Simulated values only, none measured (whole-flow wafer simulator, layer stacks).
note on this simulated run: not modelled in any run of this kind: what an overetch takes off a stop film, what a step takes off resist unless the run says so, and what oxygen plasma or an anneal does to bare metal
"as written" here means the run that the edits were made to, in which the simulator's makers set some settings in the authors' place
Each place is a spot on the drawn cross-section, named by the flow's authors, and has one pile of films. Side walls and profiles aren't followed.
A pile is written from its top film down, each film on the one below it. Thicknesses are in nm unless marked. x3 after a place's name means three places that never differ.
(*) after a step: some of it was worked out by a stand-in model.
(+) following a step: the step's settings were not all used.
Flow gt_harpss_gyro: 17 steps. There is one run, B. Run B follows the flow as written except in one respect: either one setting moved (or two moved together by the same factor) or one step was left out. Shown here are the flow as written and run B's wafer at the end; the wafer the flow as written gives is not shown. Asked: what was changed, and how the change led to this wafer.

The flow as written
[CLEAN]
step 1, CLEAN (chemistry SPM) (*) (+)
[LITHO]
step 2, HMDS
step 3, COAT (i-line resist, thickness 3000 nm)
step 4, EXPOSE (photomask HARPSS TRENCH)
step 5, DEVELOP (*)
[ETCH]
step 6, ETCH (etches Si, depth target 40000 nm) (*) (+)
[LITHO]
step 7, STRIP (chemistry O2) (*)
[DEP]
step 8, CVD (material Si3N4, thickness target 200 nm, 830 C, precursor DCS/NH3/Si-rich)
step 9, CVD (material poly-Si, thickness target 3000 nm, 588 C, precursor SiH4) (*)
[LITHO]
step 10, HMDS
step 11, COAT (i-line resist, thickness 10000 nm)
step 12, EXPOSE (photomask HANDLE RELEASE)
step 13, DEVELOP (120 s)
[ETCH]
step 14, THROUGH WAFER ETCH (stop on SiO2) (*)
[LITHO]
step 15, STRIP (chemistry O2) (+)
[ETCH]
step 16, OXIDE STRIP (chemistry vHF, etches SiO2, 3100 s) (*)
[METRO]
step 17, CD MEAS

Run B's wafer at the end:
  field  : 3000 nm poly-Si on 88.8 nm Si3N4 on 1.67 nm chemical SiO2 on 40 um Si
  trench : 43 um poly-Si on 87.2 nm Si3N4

The reason: step 8, CVD: thickness target 88.79 nm was run, though the flow has thickness target 200 nm.
One can read it off the wafer: field has Si3N4 88.8, and step 8 as written asks for 200 nm.

How this came from the change, step by step:
  step 8, CVD (material Si3N4, thickness target 200 nm, 830 C, precursor DCS/NH3/Si-rich)
      field: Si3N4 gains 88.8 (new film) (in the flow as written it would be: Si3N4 gains 200 (new film))
      trench: Si3N4 gains 87.2 (new film) (in the flow as written it would be: Si3N4 gains 195.9 (new film))
  step 9, CVD (material poly-Si, thickness target 3000 nm, 588 C, precursor SiH4) (*)
      trench: poly-Si gains 43 um (new film) (in the flow as written it would be: poly-Si gains 43.01 um (new film))
